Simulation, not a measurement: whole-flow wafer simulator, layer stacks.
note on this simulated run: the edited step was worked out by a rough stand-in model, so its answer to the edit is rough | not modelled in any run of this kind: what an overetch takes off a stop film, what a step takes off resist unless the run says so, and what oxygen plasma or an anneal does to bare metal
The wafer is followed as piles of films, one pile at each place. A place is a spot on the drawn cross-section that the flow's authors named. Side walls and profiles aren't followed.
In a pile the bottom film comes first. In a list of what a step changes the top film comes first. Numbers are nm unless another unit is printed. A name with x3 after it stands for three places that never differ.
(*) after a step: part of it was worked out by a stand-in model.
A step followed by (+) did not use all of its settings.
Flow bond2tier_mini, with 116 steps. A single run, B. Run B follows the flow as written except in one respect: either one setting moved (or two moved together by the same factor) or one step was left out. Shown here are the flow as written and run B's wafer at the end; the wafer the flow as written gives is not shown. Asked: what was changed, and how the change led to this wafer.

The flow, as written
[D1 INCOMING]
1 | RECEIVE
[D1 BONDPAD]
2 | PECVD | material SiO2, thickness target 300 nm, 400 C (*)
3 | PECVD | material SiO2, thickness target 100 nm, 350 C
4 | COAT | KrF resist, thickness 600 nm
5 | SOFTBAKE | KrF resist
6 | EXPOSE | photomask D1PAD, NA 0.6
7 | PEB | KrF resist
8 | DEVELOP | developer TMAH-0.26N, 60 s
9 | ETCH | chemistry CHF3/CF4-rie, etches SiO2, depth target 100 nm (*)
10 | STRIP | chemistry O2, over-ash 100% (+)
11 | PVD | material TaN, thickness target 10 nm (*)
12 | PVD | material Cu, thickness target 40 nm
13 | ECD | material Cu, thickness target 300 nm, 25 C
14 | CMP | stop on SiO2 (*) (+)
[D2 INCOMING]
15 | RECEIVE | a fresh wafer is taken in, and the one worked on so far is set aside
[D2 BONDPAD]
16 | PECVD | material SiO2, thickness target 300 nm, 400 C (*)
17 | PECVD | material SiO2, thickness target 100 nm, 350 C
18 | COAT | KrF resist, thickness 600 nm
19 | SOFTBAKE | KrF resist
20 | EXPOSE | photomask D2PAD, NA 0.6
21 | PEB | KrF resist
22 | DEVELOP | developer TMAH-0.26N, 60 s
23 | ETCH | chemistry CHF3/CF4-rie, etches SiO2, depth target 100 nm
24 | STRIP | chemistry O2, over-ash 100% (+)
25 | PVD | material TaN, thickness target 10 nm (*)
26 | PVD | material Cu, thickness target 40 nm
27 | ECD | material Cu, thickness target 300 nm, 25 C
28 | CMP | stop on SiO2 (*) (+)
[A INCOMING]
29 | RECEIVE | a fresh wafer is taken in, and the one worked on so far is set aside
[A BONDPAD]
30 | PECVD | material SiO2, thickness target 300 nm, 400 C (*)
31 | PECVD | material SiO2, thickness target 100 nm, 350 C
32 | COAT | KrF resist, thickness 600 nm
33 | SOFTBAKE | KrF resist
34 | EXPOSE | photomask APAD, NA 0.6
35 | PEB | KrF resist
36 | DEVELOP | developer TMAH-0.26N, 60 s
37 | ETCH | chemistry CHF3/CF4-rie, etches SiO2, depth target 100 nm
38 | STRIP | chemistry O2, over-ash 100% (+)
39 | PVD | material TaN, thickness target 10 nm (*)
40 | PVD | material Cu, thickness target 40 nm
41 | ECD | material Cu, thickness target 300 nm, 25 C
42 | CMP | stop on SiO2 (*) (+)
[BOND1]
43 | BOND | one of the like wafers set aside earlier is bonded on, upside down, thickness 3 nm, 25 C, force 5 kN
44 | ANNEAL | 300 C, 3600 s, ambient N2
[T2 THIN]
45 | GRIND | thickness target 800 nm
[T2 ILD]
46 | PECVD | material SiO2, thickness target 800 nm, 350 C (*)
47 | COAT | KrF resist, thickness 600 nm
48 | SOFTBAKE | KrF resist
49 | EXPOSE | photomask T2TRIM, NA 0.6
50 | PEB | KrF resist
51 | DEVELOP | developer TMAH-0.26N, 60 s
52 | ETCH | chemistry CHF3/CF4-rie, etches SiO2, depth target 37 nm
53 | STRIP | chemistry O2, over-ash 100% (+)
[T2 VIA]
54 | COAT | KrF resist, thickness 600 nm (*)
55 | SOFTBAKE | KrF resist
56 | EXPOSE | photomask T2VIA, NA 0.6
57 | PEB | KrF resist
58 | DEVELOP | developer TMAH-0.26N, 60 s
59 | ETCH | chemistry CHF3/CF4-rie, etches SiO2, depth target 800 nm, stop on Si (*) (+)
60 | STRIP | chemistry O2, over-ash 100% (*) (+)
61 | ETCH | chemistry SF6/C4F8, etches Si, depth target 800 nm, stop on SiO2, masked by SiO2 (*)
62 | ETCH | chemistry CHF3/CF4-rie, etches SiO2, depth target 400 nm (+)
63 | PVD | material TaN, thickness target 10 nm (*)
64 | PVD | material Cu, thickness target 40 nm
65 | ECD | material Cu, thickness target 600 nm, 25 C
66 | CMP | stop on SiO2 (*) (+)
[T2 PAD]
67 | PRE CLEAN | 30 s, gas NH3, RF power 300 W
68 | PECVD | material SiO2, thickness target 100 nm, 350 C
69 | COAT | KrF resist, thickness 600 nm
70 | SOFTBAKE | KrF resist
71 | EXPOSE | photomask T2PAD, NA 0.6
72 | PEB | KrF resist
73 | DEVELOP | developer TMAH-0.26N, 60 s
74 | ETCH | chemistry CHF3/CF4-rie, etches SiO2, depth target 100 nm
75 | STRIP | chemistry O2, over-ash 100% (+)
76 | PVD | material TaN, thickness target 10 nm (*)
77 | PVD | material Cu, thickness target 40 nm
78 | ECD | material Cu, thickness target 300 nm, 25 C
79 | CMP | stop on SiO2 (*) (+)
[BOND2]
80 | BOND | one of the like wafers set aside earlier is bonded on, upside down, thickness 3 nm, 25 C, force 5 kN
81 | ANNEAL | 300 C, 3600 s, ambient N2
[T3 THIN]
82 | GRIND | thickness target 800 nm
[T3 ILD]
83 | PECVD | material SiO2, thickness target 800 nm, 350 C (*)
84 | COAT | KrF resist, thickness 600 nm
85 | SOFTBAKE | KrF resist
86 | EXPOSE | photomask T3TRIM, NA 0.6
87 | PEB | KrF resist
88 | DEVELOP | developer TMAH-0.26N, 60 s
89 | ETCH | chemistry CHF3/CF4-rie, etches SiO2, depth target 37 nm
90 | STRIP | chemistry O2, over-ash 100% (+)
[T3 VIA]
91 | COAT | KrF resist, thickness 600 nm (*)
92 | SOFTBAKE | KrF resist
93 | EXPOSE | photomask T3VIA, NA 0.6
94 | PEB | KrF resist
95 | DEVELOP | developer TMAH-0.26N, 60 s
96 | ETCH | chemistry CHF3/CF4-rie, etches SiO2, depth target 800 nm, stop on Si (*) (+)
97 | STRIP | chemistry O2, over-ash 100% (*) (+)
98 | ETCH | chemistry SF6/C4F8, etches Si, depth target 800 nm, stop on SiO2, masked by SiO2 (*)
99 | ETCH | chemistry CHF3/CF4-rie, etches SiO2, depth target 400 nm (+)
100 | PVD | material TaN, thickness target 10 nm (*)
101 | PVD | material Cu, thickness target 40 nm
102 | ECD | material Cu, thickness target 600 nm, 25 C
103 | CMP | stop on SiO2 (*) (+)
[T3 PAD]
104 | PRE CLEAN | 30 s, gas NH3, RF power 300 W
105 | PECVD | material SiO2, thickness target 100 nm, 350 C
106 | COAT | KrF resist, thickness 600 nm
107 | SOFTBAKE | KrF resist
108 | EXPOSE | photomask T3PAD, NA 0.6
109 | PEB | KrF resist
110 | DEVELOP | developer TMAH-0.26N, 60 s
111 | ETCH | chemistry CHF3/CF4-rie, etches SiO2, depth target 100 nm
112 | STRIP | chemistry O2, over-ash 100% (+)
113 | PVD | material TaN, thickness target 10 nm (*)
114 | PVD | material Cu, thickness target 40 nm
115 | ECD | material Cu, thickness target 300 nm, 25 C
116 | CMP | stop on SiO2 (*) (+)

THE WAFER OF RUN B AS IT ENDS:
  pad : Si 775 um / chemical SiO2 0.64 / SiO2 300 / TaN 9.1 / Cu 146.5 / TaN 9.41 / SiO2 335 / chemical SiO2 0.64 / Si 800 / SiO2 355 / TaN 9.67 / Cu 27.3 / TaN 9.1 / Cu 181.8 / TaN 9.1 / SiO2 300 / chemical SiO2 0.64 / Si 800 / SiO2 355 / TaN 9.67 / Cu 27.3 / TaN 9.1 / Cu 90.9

The reason: step 9, ETCH: depth target 65 nm was run, while the flow as written has depth target 100 nm.

The path from the change to this, step by step:
  9 | ETCH | chemistry CHF3/CF4-rie, etches SiO2, depth target 100 nm (*)
      pad, via: SiO2 loses 65 (as written it would have been: SiO2 loses 100)
      field: KrF resist loses 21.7 (as written it would have been: KrF resist loses 33.3)
  10 | STRIP | chemistry O2, over-ash 100% (+)
      field: KrF resist loses 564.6 (all of it) (as written it would have been: KrF resist loses 552.9 (all of it))
  12 | PVD | material Cu, thickness target 40 nm
      pad: Cu gains 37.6 (new film) (as written it would have been: Cu gains 36.4 (new film))
  13 | ECD | material Cu, thickness target 300 nm, 25 C
      pad: Cu gains 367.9 (as written it would have been: Cu gains 404.5)
      via: Cu gains 365 (as written it would have been: Cu gains 400.2)
  43 | BOND | one of the like wafers set aside earlier is bonded on, upside down, thickness 3 nm, 25 C, force 5 kN
      pad: Si gains 775 um (new film), chemical SiO2 gains 0.64 (new film), SiO2 gains 335 (new film), TaN gains 9.41 (new film), Cu gains 55.6 (as written it would have been: Si gains 775 um (new film), chemical SiO2 gains 0.64 (new film), SiO2 gains 300 (new film), TaN gains 9.1 (new film), Cu gains 90.9)
      via: Si gains 775 um (new film), chemical SiO2 gains 0.64 (new film), SiO2 gains 335 (new film), TaN gains 9.99 (new film), Cu gains 55 (as written it would have been: Si gains 775 um (new film), chemical SiO2 gains 0.64 (new film), SiO2 gains 300 (new film), TaN gains 9.97 (new film), Cu gains 90)
